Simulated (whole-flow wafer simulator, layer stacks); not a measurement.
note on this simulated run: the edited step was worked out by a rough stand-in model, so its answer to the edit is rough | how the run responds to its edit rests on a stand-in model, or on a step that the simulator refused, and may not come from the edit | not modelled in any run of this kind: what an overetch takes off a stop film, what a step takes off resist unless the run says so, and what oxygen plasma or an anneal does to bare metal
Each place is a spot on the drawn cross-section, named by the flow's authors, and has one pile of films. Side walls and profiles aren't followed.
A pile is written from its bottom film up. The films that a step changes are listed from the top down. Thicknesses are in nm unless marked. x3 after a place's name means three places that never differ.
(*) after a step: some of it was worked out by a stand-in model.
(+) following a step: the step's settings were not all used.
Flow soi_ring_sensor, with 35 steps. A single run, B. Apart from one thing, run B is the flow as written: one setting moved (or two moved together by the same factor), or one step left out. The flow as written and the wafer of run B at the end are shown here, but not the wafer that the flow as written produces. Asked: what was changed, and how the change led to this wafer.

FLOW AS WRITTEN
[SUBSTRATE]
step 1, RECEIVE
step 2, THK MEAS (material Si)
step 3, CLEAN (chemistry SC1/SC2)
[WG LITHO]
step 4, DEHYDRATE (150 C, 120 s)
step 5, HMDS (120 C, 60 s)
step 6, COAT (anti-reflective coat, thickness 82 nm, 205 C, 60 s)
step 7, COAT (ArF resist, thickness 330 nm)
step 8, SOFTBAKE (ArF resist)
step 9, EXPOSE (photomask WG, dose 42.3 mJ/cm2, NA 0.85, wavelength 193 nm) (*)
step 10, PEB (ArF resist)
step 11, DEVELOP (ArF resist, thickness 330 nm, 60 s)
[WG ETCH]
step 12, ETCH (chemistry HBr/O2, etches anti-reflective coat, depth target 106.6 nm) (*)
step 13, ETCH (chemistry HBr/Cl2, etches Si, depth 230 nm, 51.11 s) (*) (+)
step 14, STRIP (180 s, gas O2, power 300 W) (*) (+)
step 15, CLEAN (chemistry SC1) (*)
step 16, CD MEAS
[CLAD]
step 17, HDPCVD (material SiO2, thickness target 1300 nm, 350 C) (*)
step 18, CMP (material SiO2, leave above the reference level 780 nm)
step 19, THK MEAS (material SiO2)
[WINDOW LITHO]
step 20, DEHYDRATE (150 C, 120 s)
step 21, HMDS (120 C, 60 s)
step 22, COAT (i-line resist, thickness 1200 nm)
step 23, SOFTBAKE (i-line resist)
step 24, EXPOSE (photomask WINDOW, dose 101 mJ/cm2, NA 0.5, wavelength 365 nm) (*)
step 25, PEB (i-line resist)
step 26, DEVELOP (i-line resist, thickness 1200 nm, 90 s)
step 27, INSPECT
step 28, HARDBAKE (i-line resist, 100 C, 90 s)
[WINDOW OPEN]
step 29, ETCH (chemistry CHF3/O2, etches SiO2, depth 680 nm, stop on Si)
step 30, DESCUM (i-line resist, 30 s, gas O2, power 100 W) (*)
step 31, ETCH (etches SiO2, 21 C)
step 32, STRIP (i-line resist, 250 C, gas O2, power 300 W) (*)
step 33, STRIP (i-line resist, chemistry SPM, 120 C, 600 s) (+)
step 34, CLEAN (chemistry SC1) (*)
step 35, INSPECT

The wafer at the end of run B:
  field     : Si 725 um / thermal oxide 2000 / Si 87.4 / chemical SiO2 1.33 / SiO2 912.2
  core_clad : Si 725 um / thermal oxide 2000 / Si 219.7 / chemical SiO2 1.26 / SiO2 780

The reason: step 13, ETCH: depth 132 nm was run, whereas the flow has depth 230 nm; step 13, ETCH: 29.39 s was run, where the flow has 51.11 s.

The path from the change to this, step by step:
  step 13, ETCH (chemistry HBr/Cl2, etches Si, depth 230 nm, 51.11 s) (*) (+)
      gap, window, field, gap_clad: -132 Si (in the flow as written it would be: -220 Si (all of it), -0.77 thermal oxide)
      core, core_clad: -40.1 ArF resist (in the flow as written it would be: -69.7 ArF resist)
  step 14, STRIP (180 s, gas O2, power 300 W) (*) (+)
      gap, window, field, gap_clad: +1.33 chemical SiO2 (new film), -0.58 Si (in the flow as written it would be: nothing)
      core, core_clad: -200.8 ArF resist (all of it), -82 anti-reflective coat (all of it), +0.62 chemical SiO2, -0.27 Si (in the flow as written it would be: -171.2 ArF resist (all of it), -82 anti-reflective coat (all of it), +0.63 chemical SiO2, -0.28 Si)
  step 18, CMP (material SiO2, leave above the reference level 780 nm)
      gap, window, field, gap_clad: -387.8 SiO2 (in the flow as written it would be: -298.2 SiO2)
